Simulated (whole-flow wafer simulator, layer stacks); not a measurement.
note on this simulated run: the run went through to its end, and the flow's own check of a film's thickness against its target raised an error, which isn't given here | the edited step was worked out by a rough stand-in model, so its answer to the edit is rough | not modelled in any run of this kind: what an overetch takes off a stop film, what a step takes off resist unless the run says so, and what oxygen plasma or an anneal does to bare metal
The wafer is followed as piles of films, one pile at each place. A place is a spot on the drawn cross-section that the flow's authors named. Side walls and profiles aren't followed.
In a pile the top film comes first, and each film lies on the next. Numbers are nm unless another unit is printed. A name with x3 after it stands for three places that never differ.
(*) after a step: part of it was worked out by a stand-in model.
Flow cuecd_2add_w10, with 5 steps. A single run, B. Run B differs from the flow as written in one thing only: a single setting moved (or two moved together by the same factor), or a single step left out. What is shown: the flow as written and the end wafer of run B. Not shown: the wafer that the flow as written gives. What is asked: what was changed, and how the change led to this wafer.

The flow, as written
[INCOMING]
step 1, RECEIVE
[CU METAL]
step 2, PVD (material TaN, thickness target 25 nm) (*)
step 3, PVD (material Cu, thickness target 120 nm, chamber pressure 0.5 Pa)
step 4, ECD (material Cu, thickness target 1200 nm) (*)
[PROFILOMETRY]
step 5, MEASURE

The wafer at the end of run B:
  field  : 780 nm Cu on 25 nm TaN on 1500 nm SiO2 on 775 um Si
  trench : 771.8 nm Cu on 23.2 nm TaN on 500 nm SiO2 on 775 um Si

The reason: step 4, ECD: thickness target 660 nm was run, though the flow has thickness target 1200 nm.

How this came from the change, step by step:
  step 4, ECD (material Cu, thickness target 1200 nm) (*)
      field, trench: +660 Cu (in the flow as written it would be: +1200 Cu)
